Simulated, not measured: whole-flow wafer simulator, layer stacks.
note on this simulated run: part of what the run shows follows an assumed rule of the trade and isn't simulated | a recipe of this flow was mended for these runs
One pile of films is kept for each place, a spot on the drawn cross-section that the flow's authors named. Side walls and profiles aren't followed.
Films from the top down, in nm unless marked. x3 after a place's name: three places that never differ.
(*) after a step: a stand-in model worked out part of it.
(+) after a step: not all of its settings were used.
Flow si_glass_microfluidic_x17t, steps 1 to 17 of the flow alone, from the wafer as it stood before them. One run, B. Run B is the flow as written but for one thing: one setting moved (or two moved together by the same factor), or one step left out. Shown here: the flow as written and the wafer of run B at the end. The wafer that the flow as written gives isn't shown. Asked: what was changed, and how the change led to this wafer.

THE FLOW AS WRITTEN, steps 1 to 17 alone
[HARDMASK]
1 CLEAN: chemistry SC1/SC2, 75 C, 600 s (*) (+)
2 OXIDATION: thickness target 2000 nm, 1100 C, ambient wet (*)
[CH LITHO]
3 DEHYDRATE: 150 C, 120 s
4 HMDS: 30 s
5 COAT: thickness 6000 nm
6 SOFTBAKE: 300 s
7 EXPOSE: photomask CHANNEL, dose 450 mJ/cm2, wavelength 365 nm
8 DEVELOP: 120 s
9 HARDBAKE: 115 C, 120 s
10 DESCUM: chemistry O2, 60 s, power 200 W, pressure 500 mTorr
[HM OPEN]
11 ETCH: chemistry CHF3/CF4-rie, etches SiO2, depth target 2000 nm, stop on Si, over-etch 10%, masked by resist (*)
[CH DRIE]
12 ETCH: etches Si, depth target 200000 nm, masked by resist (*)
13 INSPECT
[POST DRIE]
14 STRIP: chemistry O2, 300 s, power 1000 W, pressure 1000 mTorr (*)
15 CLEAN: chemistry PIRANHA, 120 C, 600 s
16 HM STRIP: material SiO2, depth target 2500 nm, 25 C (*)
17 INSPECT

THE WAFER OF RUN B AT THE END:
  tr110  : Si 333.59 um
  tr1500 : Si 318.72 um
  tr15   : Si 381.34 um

The cause: step 11, ETCH: depth target 1760 nm was run, where the flow has depth target 2000 nm.

How the change led to this, step by step:
  11 ETCH: chemistry CHF3/CF4-rie, etches SiO2, depth target 2000 nm, stop on Si, over-etch 10%, masked by resist (*)
      tr110, tr1500, tr15: SiO2 -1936 (as written it would be: SiO2 -2000 (all of it), Si -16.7)
      land: thick-i-line-resist -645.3 (as written it would be: thick-i-line-resist -733.3)
  12 ETCH: etches Si, depth target 200000 nm, masked by resist (*)
      tr110: SiO2 -64 (all of it), Si -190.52 um (as written it would be: Si -200.12 um)
      tr1500: SiO2 -64 (all of it), Si -205.39 um (as written it would be: Si -215.73 um)
      (and at 1 more place)
  14 STRIP: chemistry O2, 300 s, power 1000 W, pressure 1000 mTorr (*)
      land: thick-i-line-resist -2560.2 (all of it) (as written it would be: thick-i-line-resist -2472.3 (all of it))
